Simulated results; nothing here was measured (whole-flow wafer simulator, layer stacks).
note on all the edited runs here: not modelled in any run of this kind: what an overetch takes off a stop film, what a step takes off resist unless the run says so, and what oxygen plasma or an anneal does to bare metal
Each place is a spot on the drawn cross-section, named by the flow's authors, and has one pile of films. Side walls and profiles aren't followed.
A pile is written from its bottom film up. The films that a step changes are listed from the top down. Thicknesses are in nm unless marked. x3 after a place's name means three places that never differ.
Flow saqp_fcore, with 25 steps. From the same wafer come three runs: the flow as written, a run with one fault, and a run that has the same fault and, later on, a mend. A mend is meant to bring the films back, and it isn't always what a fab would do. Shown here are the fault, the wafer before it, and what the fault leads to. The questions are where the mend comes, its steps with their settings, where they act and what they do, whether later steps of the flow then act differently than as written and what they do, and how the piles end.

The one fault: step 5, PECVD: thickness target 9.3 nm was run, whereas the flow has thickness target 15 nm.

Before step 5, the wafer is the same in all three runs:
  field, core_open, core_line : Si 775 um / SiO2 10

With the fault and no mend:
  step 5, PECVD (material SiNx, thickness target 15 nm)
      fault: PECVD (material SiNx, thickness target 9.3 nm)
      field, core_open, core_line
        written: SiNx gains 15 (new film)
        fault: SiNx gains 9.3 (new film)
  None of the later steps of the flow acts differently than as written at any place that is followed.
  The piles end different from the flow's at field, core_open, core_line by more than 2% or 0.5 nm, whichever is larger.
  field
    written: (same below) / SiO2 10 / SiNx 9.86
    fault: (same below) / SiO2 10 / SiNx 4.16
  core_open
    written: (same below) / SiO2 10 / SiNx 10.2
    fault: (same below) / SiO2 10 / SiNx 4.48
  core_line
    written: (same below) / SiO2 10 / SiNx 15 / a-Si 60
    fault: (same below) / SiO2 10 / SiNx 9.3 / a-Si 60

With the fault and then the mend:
  The mend follows step 5.
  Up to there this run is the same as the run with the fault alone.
  step 5a, ETCH (chemistry h3po4, depth target 10.7 nm)
      field, core_open, core_line
        SiNx loses 9.3 (all of it)
  step 5b, PECVD (material SiNx, thickness target 15 nm) (the flow's step 5 again)
      field, core_open, core_line
        SiNx gains 15 (new film)
  None of the later steps of the flow acts differently than as written at any place that is followed.
  At every place that both follow, the piles at the end match the flow's.
